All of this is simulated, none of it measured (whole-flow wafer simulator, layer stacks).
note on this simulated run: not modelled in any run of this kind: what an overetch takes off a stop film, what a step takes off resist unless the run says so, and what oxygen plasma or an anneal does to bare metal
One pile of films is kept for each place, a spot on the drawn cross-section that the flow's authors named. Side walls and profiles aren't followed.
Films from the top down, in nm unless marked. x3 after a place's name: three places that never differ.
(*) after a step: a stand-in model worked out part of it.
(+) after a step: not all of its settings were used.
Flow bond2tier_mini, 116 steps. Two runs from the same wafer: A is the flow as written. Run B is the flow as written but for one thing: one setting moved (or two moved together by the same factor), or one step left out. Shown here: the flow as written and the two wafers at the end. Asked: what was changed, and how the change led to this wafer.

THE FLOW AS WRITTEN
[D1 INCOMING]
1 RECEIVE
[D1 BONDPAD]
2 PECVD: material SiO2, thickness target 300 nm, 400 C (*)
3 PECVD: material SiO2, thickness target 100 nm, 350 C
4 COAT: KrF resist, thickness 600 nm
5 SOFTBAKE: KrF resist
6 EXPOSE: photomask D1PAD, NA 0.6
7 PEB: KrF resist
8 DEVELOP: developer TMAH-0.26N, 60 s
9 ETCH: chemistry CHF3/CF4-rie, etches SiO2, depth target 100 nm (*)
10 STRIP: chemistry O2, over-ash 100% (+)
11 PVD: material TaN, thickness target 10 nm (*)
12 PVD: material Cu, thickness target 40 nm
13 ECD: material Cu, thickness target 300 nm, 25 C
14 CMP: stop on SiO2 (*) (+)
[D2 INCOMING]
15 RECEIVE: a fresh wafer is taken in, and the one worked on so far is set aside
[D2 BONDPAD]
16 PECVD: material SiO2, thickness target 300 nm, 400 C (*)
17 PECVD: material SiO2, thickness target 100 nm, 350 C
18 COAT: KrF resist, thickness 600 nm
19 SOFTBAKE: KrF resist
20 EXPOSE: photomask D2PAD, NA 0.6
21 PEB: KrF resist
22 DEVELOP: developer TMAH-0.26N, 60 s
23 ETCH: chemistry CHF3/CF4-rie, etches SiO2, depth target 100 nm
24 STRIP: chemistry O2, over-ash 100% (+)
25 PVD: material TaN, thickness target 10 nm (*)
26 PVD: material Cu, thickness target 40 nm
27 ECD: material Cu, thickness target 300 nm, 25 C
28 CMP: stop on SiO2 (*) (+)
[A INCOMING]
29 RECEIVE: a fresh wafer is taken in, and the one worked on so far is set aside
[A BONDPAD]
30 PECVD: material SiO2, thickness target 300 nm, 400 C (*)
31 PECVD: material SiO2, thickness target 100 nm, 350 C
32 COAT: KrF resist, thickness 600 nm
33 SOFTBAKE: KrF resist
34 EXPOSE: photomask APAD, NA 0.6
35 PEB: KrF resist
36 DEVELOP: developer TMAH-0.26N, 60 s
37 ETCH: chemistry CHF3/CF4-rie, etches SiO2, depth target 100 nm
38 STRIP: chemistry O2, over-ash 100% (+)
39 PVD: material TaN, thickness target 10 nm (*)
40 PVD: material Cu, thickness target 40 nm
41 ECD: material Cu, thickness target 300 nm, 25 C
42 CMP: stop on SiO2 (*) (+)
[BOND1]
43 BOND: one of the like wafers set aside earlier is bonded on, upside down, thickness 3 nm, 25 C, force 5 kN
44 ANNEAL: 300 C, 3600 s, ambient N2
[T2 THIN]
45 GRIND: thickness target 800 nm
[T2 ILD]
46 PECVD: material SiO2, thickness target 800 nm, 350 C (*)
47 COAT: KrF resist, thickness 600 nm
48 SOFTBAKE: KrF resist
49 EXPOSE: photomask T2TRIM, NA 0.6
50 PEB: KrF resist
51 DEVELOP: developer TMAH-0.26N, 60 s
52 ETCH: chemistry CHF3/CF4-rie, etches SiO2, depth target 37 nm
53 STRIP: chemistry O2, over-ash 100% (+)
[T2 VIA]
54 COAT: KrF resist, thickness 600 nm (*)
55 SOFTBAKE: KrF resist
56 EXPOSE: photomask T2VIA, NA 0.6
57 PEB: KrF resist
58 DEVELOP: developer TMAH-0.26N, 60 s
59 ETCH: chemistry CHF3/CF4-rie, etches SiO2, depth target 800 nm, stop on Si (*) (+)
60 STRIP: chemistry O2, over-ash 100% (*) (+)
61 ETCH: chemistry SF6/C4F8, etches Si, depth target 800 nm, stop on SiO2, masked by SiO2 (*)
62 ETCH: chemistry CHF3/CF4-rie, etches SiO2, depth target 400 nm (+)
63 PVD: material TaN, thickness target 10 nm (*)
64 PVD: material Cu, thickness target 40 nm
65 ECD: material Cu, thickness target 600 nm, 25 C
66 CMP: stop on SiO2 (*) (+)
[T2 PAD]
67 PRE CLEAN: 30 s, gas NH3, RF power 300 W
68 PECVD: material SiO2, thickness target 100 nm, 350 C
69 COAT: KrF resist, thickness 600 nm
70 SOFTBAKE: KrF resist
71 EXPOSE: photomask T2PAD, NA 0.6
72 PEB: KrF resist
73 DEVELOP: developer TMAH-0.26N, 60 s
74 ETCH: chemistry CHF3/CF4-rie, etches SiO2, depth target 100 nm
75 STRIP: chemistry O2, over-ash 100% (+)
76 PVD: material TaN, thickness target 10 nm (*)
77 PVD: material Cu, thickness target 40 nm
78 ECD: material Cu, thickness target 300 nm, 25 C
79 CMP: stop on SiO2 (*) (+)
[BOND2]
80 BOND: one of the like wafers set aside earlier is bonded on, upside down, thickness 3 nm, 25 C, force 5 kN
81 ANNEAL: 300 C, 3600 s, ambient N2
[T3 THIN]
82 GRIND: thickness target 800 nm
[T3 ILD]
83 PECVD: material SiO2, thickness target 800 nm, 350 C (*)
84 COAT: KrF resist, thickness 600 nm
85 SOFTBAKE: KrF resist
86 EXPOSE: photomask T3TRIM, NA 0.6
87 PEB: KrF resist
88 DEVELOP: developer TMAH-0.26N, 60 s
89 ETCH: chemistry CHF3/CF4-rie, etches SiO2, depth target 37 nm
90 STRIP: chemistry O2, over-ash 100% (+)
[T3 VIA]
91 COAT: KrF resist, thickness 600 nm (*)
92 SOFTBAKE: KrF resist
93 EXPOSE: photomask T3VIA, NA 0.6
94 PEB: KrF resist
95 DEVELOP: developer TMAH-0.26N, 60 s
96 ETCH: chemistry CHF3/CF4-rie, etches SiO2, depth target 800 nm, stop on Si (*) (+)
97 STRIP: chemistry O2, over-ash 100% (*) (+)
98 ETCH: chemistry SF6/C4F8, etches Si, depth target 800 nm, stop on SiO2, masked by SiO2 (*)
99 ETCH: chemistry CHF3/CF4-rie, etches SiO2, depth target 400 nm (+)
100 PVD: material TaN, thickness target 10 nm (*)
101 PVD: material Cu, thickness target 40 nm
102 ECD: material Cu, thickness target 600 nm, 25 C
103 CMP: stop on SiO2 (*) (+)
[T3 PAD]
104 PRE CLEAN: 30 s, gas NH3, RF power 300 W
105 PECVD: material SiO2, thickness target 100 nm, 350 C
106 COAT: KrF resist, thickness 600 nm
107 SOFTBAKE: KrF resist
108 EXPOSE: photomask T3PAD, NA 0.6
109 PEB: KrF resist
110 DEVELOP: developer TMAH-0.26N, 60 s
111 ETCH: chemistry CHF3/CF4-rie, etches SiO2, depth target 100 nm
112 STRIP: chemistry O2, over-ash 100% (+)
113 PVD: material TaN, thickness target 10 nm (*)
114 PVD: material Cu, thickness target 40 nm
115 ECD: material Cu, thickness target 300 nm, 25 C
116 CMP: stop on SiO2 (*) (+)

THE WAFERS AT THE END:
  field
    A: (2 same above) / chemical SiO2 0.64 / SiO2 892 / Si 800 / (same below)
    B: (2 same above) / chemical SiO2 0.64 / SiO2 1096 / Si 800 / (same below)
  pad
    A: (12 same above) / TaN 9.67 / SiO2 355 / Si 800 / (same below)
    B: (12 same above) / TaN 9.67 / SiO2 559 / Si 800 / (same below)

The cause: step 62, ETCH: depth target 196 nm was run, where the flow has depth target 400 nm.

How the change led to this, step by step:
  62 ETCH: chemistry CHF3/CF4-rie, etches SiO2, depth target 400 nm (+)
      field, pad: A SiO2 -400 | B SiO2 -196
